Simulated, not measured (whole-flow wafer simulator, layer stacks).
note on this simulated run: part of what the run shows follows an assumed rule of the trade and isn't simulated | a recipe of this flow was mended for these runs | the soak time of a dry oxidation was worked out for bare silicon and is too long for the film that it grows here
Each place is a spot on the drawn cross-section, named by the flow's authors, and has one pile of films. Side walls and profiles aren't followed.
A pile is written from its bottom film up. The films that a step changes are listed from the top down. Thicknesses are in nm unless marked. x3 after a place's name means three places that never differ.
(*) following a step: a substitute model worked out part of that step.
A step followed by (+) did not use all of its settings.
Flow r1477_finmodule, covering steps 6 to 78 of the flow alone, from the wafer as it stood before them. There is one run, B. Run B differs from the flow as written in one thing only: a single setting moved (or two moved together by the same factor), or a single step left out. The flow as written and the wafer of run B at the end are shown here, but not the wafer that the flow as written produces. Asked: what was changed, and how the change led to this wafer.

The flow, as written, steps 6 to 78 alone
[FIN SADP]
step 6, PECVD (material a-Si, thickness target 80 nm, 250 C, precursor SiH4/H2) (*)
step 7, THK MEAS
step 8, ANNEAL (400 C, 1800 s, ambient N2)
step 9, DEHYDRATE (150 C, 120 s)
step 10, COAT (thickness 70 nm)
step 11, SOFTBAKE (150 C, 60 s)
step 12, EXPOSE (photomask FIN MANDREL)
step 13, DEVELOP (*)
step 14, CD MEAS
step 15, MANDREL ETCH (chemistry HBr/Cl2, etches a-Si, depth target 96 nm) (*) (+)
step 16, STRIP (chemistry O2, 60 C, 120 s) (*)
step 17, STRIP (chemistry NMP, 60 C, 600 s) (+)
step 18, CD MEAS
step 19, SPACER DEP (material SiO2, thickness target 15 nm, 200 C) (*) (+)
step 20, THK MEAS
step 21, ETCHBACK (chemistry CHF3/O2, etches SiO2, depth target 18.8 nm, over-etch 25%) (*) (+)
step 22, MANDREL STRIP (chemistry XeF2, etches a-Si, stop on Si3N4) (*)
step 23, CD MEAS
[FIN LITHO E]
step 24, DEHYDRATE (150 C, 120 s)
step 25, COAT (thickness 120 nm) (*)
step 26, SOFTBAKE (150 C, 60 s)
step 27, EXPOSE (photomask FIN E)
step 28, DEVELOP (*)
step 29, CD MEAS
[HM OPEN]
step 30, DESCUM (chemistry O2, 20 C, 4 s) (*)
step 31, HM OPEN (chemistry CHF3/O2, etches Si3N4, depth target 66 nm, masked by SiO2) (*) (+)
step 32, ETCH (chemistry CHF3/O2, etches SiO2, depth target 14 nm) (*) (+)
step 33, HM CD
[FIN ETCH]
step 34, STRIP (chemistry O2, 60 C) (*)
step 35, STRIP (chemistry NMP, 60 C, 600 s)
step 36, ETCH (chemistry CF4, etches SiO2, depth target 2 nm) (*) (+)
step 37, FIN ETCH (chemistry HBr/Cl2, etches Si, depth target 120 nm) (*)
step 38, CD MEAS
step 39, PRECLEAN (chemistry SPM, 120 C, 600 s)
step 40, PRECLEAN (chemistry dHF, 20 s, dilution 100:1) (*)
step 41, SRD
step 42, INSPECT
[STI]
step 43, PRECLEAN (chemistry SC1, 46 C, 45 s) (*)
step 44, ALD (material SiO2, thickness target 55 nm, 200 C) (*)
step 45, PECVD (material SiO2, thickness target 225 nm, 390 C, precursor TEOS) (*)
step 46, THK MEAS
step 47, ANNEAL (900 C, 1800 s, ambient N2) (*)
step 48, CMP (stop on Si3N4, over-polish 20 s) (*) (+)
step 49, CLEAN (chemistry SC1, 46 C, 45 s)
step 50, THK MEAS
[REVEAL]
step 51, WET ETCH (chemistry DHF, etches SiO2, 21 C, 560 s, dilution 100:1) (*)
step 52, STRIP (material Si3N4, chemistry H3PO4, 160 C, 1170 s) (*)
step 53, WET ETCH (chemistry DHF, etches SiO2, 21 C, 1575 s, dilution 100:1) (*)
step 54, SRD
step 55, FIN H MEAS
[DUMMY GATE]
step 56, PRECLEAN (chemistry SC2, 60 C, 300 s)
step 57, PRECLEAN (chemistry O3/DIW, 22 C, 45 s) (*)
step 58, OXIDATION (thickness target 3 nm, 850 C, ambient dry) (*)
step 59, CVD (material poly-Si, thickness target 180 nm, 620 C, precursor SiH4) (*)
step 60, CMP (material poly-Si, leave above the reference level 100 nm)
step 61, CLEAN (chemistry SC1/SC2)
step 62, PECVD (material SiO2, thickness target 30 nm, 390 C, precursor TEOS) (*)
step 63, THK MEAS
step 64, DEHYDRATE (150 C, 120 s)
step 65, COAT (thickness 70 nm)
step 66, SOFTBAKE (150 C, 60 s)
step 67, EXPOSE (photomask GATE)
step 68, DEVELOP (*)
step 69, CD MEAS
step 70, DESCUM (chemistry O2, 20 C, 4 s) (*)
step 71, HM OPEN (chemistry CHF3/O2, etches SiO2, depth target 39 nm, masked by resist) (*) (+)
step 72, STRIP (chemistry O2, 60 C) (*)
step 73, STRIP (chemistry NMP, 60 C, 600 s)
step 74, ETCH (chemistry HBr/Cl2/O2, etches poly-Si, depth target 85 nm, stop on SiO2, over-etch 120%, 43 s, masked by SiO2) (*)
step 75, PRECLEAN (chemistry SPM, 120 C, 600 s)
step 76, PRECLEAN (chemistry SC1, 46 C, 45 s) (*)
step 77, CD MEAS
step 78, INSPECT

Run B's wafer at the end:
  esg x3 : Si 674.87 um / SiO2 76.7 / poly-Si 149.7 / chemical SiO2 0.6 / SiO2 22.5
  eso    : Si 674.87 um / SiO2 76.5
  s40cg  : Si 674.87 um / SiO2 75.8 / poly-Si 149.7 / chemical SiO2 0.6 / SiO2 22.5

The reason: step 6, PECVD: thickness target 56 nm was run, while the flow as written has thickness target 80 nm.

Step by step, how the change led to this:
  step 6, PECVD (material a-Si, thickness target 80 nm, 250 C, precursor SiH4/H2) (*)
      pad, padg, elg x4 and 30 more: +56 a-Si (new film) (as written it would have been: +80 a-Si (new film))
  step 15, MANDREL ETCH (chemistry HBr/Cl2, etches a-Si, depth target 96 nm) (*) (+)
      pad, padg, elg x4 and 24 more: -56 a-Si (all of it), -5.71 Si3N4 (as written it would have been: -80 a-Si (all of it), -2.29 Si3N4)
  step 22, MANDREL STRIP (chemistry XeF2, etches a-Si, stop on Si3N4) (*)
      s40cg, s45cg, s50cg, s40co, s45co, s50co: -55 a-Si (all of it) (as written it would have been: -79 a-Si (all of it))
  step 25, COAT (thickness 120 nm) (*)
      s40cg, s40co: +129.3 e-beam-resist (new film) (as written it would have been: +136.7 e-beam-resist (new film))
      s40sg, s40so: +138.6 e-beam-resist (new film) (as written it would have been: +142.6 e-beam-resist (new film))
      (also at 14 further places)
  step 28, DEVELOP (*)
      s40cg, s40co: -129.3 e-beam-resist (all of it) (as written it would have been: -136.7 e-beam-resist (all of it))
      s40sg, s40so: -138.6 e-beam-resist (all of it) (as written it would have been: -142.6 e-beam-resist (all of it))
      (also at 14 further places)
  step 31, HM OPEN (chemistry CHF3/O2, etches Si3N4, depth target 66 nm, masked by SiO2) (*) (+)
      pad, padg, esg x3 and 11 more: -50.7 Si3N4 (all of it), -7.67 SiO2 (as written it would have been: -54.1 Si3N4 (all of it), -5.95 SiO2)
  step 32, ETCH (chemistry CHF3/O2, etches SiO2, depth target 14 nm) (*) (+)
      pad, padg, esg x3 and 11 more: -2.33 SiO2 (all of it), -2.33 Si (as written it would have been: -4.05 SiO2 (all of it), -1.99 Si)
  step 37, FIN ETCH (chemistry HBr/Cl2, etches Si, depth target 120 nm) (*)
      s40sg_line, s45sg_line, s50sg_line, s40so_line, s45so_line, s50so_line: -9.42 SiO2 (all of it) (as written it would have been: -9.23 SiO2)
  step 40, PRECLEAN (chemistry dHF, 20 s, dilution 100:1) (*)
      s40sg_line, s45sg_line, s50sg_line, s40so_line, s45so_line, s50so_line: -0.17 Si3N4 (as written it would have been: -3.61 SiO2)
  step 44, ALD (material SiO2, thickness target 55 nm, 200 C) (*)
      s40sg_line, s45sg_line, s50sg_line, s40so_line, s45so_line, s50so_line: +55 SiO2 (new film) (as written it would have been: +55 SiO2)
      s40cg, s45cg, s50cg, s40co, s45co, s50co: +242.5 SiO2 (new film) (as written it would have been: +263.2 SiO2 (new film))
      (also at 6 further places)
  step 48, CMP (stop on Si3N4, over-polish 20 s) (*) (+)
      s40cg, s40sg, s45cg and 9 more: -271 SiO2 (as written it would have been: -288.1 SiO2)
      s40sg_line, s45sg_line, s50sg_line, s40so_line, s45so_line, s50so_line: -269.9 SiO2 (all of it), -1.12 Si3N4 (as written it would have been: -287 SiO2 (all of it), -1.12 Si3N4)
      (also at 2 further places)
  step 52, STRIP (material Si3N4, chemistry H3PO4, 160 C, 1170 s) (*)
      elg x4, elo x4: -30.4 Si3N4 (all of it), -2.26 SiO2 (as written it would have been: -33.9 Si3N4 (all of it), -2.15 SiO2)
      s40sg_line, s45sg_line, s50sg_line, s40so_line, s45so_line, s50so_line: -51.5 Si3N4 (all of it), -1.6 SiO2 (as written it would have been: -55.1 Si3N4 (all of it), -1.49 SiO2)
  step 60, CMP (material poly-Si, leave above the reference level 100 nm)
      pad, padg: -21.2 poly-Si (as written it would have been: -24.8 poly-Si)
  step 74, ETCH (chemistry HBr/Cl2/O2, etches poly-Si, depth target 85 nm, stop on SiO2, over-etch 120%, 43 s, masked by SiO2) (*)
      eso, e40so x2, e200so and 6 more: -1.12 chemical SiO2 (all of it), -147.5 poly-Si (all of it), -0.2 SiO2 (as written it would have been: -1.12 chemical SiO2 (all of it), -143.9 poly-Si (all of it), -0.22 SiO2)
      pad: -1.12 chemical SiO2 (all of it), -156.4 poly-Si (all of it), -0.15 SiO2 (as written it would have been: -1.12 chemical SiO2 (all of it), -152.8 poly-Si (all of it), -0.17 SiO2)
